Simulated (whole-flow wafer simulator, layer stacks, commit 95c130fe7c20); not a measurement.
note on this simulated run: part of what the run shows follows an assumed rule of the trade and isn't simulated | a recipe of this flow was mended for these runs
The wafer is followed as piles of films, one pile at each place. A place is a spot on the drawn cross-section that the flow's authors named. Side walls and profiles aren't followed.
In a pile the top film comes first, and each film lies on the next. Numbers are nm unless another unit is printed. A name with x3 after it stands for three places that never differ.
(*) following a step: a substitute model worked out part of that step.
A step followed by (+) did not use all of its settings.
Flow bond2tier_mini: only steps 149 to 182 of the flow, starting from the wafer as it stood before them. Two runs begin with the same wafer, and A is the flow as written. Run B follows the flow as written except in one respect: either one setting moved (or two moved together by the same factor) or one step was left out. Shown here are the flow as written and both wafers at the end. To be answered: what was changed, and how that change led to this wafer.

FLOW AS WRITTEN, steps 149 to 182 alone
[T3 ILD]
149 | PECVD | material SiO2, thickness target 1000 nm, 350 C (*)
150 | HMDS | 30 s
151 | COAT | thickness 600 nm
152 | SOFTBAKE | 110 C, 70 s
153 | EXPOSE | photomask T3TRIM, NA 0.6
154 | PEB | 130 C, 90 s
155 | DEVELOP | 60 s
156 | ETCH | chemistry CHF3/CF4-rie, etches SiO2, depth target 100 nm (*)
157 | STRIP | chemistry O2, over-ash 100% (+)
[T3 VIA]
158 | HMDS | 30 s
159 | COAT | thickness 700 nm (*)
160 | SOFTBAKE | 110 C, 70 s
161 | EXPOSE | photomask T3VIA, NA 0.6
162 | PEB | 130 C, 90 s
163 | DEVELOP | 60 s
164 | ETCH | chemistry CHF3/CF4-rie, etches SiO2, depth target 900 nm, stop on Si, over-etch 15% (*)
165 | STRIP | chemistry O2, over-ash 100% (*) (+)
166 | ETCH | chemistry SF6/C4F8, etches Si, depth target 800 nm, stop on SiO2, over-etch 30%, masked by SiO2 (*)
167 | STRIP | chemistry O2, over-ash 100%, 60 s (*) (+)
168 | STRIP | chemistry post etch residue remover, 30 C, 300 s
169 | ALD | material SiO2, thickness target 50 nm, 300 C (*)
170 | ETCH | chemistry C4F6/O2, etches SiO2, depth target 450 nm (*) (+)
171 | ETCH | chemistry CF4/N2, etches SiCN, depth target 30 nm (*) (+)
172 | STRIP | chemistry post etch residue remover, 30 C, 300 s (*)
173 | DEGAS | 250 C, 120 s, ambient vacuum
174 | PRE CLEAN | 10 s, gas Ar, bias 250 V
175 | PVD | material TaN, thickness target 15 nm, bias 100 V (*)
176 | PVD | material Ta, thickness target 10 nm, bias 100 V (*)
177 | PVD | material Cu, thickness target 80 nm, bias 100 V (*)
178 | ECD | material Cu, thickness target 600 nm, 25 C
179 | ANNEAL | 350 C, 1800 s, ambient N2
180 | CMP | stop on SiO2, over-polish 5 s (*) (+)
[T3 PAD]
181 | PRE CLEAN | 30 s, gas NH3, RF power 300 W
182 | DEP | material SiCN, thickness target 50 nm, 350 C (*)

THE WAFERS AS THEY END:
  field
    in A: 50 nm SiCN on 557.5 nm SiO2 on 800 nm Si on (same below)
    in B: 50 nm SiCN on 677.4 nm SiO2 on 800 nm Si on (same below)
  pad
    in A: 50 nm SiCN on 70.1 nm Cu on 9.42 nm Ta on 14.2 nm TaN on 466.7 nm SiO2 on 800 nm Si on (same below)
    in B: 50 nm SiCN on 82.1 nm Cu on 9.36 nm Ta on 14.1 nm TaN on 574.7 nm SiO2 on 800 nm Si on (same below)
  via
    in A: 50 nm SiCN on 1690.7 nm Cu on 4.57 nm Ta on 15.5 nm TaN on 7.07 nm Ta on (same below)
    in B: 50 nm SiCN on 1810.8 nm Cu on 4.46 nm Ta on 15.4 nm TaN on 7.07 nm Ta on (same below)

What caused this: step 149, PECVD: thickness target 1120 nm was run, though the flow has thickness target 1000 nm; step 156, ETCH: depth target 112 nm was run, where the flow has depth target 100 nm.

Step by step, how the change led to this:
  149 | PECVD | material SiO2, thickness target 1000 nm, 350 C (*)
      field, pad, via: A +1000 SiO2 (new film) | B +1120 SiO2 (new film)
  156 | ETCH | chemistry CHF3/CF4-rie, etches SiO2, depth target 100 nm (*)
      pad, via: A -100 SiO2 | B -112 SiO2
      field: A -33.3 thick-KrF-resist | B -37.3 thick-KrF-resist
  164 | ETCH | chemistry CHF3/CF4-rie, etches SiO2, depth target 900 nm, stop on Si, over-etch 15% (*)
      via: A -900 SiO2 (all of it), -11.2 Si | B -1008 SiO2 (all of it), -2.25 Si
  177 | PVD | material Cu, thickness target 80 nm, bias 100 V (*)
      via: A +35 Cu (new film) | B +34.1 Cu (new film)
  178 | ECD | material Cu, thickness target 600 nm, 25 C
      via: A +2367 Cu | B +2488 Cu
